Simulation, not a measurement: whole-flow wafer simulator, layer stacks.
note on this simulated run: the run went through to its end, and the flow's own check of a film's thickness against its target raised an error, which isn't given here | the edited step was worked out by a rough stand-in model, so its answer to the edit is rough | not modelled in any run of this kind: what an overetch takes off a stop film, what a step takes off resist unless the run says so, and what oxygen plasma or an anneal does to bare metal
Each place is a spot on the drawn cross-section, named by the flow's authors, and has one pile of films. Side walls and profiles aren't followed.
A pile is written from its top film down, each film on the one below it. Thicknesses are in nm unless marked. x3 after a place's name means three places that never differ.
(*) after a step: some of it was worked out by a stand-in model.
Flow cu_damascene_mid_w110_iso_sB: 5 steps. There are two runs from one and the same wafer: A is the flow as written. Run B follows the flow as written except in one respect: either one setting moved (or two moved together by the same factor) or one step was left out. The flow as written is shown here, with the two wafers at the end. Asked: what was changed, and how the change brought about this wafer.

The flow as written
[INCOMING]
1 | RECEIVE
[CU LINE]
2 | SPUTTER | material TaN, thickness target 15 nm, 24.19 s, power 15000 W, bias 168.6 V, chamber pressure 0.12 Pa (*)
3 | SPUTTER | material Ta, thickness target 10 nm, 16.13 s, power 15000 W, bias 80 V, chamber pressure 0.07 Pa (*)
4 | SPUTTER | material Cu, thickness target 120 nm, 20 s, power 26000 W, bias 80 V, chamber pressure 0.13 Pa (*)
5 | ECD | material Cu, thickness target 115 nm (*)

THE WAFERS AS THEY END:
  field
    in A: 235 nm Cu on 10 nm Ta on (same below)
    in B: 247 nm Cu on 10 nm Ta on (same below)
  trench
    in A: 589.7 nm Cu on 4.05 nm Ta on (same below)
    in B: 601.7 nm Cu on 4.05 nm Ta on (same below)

The reason: step 4, SPUTTER: thickness target 132 nm was run, whereas the flow has thickness target 120 nm; step 4, SPUTTER: 22 s was run, where the flow has 20 s.

The path from the change to this, step by step:
  4 | SPUTTER | material Cu, thickness target 120 nm, 20 s, power 26000 W, bias 80 V, chamber pressure 0.13 Pa (*)
      field: A +120 Cu (new film) | B +132 Cu (new film)
      trench: A +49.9 Cu (new film) | B +54.9 Cu (new film)
